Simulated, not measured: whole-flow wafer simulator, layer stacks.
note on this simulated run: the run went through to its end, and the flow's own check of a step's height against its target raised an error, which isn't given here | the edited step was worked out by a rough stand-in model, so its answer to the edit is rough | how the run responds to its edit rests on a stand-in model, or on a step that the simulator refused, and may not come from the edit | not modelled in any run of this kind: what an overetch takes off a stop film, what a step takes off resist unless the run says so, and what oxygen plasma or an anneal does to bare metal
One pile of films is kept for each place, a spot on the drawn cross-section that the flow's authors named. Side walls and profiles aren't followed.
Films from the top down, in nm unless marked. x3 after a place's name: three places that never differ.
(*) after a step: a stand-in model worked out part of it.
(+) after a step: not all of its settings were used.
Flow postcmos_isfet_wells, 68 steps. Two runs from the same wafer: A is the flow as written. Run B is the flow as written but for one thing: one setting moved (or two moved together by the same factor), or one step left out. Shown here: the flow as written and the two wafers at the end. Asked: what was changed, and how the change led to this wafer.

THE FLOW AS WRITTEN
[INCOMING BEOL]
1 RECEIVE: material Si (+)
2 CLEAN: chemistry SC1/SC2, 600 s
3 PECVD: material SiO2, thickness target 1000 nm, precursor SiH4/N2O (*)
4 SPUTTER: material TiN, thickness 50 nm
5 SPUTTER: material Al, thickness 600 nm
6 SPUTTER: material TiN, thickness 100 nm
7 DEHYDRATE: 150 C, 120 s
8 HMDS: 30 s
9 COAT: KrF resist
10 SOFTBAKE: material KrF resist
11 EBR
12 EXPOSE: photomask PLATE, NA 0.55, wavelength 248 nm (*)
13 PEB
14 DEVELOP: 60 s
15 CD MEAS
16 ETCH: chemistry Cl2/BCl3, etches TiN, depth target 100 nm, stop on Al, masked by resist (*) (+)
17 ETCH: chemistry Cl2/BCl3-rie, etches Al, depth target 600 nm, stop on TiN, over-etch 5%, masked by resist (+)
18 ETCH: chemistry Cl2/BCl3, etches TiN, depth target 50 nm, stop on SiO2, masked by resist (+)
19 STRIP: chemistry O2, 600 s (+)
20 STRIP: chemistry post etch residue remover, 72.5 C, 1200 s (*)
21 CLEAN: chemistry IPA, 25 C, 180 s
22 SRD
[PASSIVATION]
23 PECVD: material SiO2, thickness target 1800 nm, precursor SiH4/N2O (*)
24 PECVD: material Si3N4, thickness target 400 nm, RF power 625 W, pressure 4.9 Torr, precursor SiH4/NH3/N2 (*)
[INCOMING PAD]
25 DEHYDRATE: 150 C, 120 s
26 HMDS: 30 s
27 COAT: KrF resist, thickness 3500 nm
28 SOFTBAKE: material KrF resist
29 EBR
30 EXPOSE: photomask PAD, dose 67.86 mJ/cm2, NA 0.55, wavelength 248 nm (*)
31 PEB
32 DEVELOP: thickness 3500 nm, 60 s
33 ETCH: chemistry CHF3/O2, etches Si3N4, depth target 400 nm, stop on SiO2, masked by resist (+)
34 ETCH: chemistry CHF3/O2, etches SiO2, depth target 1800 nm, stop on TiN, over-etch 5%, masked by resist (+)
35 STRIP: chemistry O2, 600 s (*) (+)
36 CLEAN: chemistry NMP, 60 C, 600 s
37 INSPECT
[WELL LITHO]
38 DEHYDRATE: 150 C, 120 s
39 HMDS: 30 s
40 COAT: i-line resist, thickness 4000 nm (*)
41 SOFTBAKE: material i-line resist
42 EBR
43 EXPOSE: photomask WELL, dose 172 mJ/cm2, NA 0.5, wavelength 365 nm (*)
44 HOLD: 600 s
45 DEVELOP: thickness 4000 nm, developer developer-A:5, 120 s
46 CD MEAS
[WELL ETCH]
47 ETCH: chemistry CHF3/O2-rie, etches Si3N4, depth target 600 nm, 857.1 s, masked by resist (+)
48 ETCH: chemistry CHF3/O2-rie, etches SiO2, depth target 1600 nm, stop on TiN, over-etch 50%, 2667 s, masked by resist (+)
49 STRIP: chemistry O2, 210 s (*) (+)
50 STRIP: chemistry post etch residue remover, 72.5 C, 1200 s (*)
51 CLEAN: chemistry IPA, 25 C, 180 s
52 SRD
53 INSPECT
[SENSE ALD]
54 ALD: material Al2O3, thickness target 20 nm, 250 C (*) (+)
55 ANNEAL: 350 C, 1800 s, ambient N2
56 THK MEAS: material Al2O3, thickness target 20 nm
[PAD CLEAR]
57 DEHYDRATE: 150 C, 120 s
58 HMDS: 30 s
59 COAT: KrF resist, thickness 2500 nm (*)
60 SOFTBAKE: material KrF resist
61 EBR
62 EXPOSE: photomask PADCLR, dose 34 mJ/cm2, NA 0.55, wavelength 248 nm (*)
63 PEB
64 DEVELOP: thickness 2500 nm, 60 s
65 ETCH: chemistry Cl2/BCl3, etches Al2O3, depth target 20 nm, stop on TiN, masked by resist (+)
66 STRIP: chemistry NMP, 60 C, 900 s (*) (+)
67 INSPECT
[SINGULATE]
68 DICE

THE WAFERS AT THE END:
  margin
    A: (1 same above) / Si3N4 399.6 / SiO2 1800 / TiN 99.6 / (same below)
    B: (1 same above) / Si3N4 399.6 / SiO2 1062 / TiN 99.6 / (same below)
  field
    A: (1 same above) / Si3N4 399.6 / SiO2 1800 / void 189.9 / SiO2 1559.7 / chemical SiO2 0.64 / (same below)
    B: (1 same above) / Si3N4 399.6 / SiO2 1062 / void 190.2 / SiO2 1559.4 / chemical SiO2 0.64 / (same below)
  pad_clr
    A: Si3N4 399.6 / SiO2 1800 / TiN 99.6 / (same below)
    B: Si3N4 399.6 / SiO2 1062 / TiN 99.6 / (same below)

The cause: step 23, PECVD: thickness target 1062 nm was run, where the flow has thickness target 1800 nm.
It can be read off the wafer: margin has SiO2 1062, and step 23 as written asks for 1800 nm.

How the change led to this, step by step:
  23 PECVD: material SiO2, thickness target 1800 nm, precursor SiH4/N2O (*)
      margin, well900, well1300 x3, pad_rim, pad_clr, pad_open: A SiO2 +1800 (new film) | B SiO2 +1062 (new film)
      field: A SiO2 +1800 (new film), void +189.9 (new film), SiO2 +559.7 | B SiO2 +1062 (new film), void +190.2 (new film), SiO2 +559.4
  34 ETCH: chemistry CHF3/O2, etches SiO2, depth target 1800 nm, stop on TiN, over-etch 5%, masked by resist (+)
      field, margin, well900, well1300 x3, pad_rim, pad_clr: A KrF resist -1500 | B KrF resist -929.2
      pad_open: A SiO2 -1800 (all of it) | B SiO2 -1062 (all of it)
  35 STRIP: chemistry O2, 600 s (*) (+)
      field, margin, well900, well1300 x3, pad_rim, pad_clr: A KrF resist -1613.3 (all of it) | B KrF resist -2184.1 (all of it)
  40 COAT: i-line resist, thickness 4000 nm (*)
      pad_clr: A i-line resist +3256.8 (new film) | B i-line resist +3492.1 (new film)
      pad_open: A i-line resist +4804.7 (new film) | B i-line resist +4538.4 (new film)
  41 SOFTBAKE: material i-line resist
      pad_clr: A i-line resist -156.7 | B i-line resist -87.9
      pad_open: A i-line resist +115.3 | B i-line resist +80.5
  48 ETCH: chemistry CHF3/O2-rie, etches SiO2, depth target 1600 nm, stop on TiN, over-etch 50%, 2667 s, masked by resist (+)
      well900, well1300 x3: A SiO2 -1600 (all of it) | B SiO2 -862 (all of it)
  49 STRIP: chemistry O2, 210 s (*) (+)
      pad_clr: A i-line resist -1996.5 (all of it) | B i-line resist -2300.5 (all of it)
      pad_open: A i-line resist -3816.3 (all of it) | B i-line resist -3515.3 (all of it)
  59 COAT: KrF resist, thickness 2500 nm (*)
      field: A KrF resist +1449 (new film) | B KrF resist +1801.5 (new film)
      margin: A KrF resist +1448.9 (new film) | B KrF resist +1801.5 (new film)
      (and at 3 more places)
  60 SOFTBAKE: material KrF resist
      pad_clr: A KrF resist -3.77 | B KrF resist -2.88
  63 PEB
      field, margin: A KrF resist -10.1 | B KrF resist -12.6
      pad_rim: A KrF resist -13.9 | B KrF resist -15.1
      (and at 2 more places)
  64 DEVELOP: thickness 2500 nm, 60 s
      pad_clr: A KrF resist -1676 (all of it) | B KrF resist -1929.7 (all of it)
      pad_open: A KrF resist -3045.1 (all of it) | B KrF resist -2857.4 (all of it)
  66 STRIP: chemistry NMP, 60 C, 900 s (*) (+)
      field: A KrF resist -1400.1 (all of it) | B KrF resist -1750.2 (all of it)
      margin: A KrF resist -1400.1 (all of it) | B KrF resist -1750.1 (all of it)
      (and at 1 more place)
